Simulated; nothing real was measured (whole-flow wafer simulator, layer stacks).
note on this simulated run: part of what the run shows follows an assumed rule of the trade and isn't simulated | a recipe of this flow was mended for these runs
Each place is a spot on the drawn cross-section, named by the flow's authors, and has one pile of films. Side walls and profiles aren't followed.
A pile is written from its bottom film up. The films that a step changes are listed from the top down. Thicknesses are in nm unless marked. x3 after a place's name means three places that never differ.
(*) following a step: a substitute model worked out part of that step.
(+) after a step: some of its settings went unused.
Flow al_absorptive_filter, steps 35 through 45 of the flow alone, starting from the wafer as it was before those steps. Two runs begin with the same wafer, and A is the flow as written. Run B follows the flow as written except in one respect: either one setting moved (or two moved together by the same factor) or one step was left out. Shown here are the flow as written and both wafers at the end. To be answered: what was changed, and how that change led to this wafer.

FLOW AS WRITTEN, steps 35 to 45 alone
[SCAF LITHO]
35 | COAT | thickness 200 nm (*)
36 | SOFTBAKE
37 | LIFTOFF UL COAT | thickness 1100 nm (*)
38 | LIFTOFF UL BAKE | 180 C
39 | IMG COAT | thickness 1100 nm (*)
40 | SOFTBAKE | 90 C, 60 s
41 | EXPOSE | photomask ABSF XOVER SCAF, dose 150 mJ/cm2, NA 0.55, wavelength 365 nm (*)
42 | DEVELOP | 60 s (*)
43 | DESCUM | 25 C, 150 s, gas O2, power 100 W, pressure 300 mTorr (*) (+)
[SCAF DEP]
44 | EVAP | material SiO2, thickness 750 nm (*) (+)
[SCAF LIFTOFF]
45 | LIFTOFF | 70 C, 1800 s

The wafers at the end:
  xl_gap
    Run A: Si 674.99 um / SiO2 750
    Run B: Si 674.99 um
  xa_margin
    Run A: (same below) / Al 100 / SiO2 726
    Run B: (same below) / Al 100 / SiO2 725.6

Cause: step 43, DESCUM: 120 s was run, whereas the flow has 150 s.

The path from the change to this, step by step:
  43 | DESCUM | 25 C, 150 s, gas O2, power 100 W, pressure 300 mTorr (*) (+)
      xl_gap: A -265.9 acrylic-e-beam-resist (all of it) | B -255.3 acrylic-e-beam-resist
      gnd x3, pad_far, pad_near, ledge, res, idc_field, idc_line, idc_space: A -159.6 i-line-resist | B -127.6 i-line-resist
  45 | LIFTOFF | 70 C, 1800 s
      xl_gap: A nothing | B -750 SiO2 (all of it), -10.6 acrylic-e-beam-resist (all of it)
      gnd x3, idc_field: A -750 SiO2 (all of it), -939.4 i-line-resist (all of it), -1100 lift-off-underlayer (all of it), -200 acrylic-e-beam-resist (all of it) | B -750 SiO2 (all of it), -971.3 i-line-resist (all of it), -1100 lift-off-underlayer (all of it), -200 acrylic-e-beam-resist (all of it)
      (as well as at 6 more places)
